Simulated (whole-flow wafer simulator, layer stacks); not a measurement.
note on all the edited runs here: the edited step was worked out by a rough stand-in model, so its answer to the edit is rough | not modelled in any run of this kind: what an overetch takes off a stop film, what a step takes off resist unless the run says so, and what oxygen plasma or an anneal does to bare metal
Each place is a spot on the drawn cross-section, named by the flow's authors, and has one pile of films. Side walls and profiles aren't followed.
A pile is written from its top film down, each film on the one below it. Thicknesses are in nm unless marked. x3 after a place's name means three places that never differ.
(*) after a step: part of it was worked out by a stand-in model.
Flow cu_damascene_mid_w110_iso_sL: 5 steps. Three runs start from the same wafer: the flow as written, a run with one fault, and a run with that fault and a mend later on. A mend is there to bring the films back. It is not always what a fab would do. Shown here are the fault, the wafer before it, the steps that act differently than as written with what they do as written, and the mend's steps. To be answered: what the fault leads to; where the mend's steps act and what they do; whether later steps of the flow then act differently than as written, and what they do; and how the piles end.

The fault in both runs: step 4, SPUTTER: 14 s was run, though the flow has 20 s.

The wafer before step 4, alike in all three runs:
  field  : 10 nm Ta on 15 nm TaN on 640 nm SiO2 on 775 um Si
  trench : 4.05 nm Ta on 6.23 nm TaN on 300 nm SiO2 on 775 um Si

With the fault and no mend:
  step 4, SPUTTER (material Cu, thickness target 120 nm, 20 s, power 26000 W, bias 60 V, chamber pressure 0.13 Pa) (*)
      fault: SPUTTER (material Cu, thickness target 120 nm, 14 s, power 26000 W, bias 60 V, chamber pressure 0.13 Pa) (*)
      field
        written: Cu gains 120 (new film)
        fault: Cu gains 84 (new film)
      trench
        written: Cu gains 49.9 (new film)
        fault: Cu gains 35 (new film)
  Later steps of the flow acting differently than as written:
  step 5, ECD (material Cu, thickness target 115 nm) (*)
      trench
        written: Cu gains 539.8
        fault: Cu gains 518.8
  By the end, the piles at field, trench depart from the flow's by more than 2% or 0.5 nm, whichever is larger.
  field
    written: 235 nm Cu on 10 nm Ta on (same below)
    fault: 199 nm Cu on 10 nm Ta on (same below)
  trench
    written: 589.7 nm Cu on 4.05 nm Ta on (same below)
    fault: 553.7 nm Cu on 4.05 nm Ta on (same below)

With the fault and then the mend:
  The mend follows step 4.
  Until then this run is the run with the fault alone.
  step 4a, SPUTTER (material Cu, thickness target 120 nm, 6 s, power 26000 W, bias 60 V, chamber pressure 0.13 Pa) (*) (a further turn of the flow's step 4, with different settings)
      field
        Cu gains 36
      trench
        Cu gains 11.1
  Every later step of the flow that is run acts as written, at every place that is followed, to within 2% or 0.5 nm, whichever is larger.
  The piles end the same as the flow's at every place that both follow.
